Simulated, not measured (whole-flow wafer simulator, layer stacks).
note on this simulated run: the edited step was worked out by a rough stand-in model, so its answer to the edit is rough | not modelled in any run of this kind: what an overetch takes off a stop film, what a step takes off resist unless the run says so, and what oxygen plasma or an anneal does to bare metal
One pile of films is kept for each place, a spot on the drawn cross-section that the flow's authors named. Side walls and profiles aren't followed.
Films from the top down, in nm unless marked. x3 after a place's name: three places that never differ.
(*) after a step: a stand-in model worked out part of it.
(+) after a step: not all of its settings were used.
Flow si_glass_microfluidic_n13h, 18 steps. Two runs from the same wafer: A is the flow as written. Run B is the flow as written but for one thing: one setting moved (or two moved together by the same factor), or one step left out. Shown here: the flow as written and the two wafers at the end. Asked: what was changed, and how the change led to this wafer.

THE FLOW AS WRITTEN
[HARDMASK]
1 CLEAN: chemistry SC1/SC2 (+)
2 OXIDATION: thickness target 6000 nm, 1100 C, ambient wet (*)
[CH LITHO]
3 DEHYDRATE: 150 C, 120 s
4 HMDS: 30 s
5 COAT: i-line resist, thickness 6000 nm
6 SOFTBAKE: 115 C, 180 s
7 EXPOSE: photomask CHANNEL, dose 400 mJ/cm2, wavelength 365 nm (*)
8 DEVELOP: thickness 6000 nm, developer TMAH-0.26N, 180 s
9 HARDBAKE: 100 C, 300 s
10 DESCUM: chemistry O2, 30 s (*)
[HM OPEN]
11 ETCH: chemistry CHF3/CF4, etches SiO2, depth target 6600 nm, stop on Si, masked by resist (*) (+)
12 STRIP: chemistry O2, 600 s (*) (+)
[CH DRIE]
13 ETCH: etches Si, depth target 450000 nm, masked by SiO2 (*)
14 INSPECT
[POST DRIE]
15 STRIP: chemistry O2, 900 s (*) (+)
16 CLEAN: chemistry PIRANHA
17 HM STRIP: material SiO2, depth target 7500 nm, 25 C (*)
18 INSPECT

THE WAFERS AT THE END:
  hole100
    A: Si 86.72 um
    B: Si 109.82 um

The cause: step 13, ETCH: depth target 427500 nm was run, where the flow has depth target 450000 nm.

How the change led to this, step by step:
  13 ETCH: etches Si, depth target 450000 nm, masked by SiO2 (*)
      land: A SiO2 -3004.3 | B SiO2 -2850.2
      hole100: A chemical SiO2 -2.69 (all of it), Si -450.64 um | B chemical SiO2 -2.69 (all of it), Si -427.53 um
  17 HM STRIP: material SiO2, depth target 7500 nm, 25 C (*)
      land: A SiO2 -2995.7 (all of it) | B SiO2 -3149.8 (all of it)
